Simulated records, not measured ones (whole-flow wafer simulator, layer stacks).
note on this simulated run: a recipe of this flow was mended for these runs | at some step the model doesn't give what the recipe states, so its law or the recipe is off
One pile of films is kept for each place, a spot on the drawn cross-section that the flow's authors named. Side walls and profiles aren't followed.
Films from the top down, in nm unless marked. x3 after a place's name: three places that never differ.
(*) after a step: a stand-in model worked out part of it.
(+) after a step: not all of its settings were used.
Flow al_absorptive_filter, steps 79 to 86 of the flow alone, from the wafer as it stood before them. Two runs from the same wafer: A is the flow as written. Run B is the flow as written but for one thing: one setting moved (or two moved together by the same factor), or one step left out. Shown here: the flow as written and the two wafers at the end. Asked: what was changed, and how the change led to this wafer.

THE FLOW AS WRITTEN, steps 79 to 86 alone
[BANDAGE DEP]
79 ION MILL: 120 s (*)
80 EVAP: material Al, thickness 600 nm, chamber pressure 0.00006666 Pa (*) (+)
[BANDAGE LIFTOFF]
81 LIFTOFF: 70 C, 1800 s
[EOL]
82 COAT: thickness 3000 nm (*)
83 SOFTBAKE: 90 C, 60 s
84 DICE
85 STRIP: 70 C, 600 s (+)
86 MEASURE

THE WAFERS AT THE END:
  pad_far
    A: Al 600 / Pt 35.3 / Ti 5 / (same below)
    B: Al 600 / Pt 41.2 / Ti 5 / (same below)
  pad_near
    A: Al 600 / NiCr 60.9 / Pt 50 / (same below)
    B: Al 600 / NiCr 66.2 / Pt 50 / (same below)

The cause: step 79, ION MILL: 72 s was run, where the flow has 120 s.

How the change led to this, step by step:
  79 ION MILL: 120 s (*)
      gnd, ledge, res, xa_field, xa_margin, xl_land, idc_field: A i-line-resist -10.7 | B i-line-resist -6.4
      xa_strip, xl_gap, xl_turn, idc_line, idc_space: A i-line-resist -10.7 | B i-line-resist -6.39
      (and at 2 more places)
